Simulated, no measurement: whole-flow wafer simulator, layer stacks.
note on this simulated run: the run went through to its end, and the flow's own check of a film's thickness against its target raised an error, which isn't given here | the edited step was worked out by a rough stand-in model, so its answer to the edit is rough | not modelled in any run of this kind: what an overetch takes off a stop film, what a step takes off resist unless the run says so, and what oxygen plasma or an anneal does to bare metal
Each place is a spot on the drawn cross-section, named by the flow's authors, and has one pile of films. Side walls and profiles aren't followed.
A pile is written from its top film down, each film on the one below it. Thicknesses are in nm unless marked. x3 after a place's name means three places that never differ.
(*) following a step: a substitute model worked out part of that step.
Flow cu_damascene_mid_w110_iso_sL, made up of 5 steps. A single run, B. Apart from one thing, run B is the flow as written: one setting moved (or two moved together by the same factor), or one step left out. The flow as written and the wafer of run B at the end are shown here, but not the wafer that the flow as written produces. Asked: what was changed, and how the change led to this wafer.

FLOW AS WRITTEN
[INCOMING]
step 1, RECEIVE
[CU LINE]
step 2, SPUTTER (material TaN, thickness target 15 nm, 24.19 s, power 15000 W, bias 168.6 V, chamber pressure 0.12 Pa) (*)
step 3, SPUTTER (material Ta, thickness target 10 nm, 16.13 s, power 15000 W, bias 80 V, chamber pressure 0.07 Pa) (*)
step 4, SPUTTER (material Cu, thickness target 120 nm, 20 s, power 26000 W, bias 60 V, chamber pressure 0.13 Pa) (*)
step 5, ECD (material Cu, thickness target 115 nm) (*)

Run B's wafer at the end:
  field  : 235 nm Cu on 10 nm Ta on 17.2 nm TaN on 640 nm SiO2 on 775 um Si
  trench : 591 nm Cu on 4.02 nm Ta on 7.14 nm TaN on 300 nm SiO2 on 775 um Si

Cause: step 2, SPUTTER: thickness target 17.2 nm was run, whereas the flow has thickness target 15 nm.
The wafer lets one read it off: field has TaN 17.2, and step 2 as written asks for 15 nm.

How this came from the change, step by step:
  step 2, SPUTTER (material TaN, thickness target 15 nm, 24.19 s, power 15000 W, bias 168.6 V, chamber pressure 0.12 Pa) (*)
      field: +17.2 TaN (new film) (it would be, as written: +15 TaN (new film))
      trench: +7.14 TaN (new film) (it would be, as written: +6.23 TaN (new film))
